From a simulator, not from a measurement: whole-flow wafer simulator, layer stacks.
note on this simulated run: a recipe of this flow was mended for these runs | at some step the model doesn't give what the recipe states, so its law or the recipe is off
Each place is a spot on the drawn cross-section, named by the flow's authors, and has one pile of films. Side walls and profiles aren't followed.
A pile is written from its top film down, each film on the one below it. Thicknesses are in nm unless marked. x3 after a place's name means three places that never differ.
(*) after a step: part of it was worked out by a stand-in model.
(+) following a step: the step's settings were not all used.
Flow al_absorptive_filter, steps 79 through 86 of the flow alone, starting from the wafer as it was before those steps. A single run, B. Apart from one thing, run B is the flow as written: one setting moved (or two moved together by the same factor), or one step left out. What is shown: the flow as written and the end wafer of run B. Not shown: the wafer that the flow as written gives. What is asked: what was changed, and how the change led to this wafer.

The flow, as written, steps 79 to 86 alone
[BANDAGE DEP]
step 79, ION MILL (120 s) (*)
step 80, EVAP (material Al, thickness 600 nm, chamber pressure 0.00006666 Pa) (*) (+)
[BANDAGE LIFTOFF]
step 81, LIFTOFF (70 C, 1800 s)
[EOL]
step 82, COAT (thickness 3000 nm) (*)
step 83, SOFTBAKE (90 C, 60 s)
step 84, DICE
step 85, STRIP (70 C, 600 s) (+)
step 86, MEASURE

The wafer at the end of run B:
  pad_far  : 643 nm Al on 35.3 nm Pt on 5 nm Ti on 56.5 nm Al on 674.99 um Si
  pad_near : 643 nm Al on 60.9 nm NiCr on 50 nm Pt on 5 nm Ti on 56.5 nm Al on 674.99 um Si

The reason: step 80, EVAP: thickness 643 nm was run, while the flow as written has thickness 600 nm.
One can read it off the wafer: pad_far has Al 643, and step 80 as written asks for 600 nm.

How this came from the change, step by step:
  step 80, EVAP (material Al, thickness 600 nm, chamber pressure 0.00006666 Pa) (*) (+)
      gnd, pad_far, pad_near and 11 more: +643 Al (new film) (it would be, as written: +600 Al (new film))
  step 81, LIFTOFF (70 C, 1800 s)
      xa_field, xl_land, idc_field: -643 Al (all of it), -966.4 i-line-resist (all of it), -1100 lift-off-underlayer (all of it), -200 acrylic-e-beam-resist (all of it) (it would be, as written: -600 Al (all of it), -966.4 i-line-resist (all of it), -1100 lift-off-underlayer (all of it), -200 acrylic-e-beam-resist (all of it))
      gnd: -643 Al (all of it), -968.3 i-line-resist (all of it), -1103.3 lift-off-underlayer (all of it), -200.9 acrylic-e-beam-resist (all of it) (it would be, as written: -600 Al (all of it), -968.3 i-line-resist (all of it), -1103.3 lift-off-underlayer (all of it), -200.9 acrylic-e-beam-resist (all of it))
      (also at 8 further places)
  step 83, SOFTBAKE (90 C, 60 s)
      pad_far: -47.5 i-line-resist (it would be, as written: -44.2 i-line-resist)
      pad_near: -44.5 i-line-resist (it would be, as written: -41.1 i-line-resist)
      (also at 1 further place)
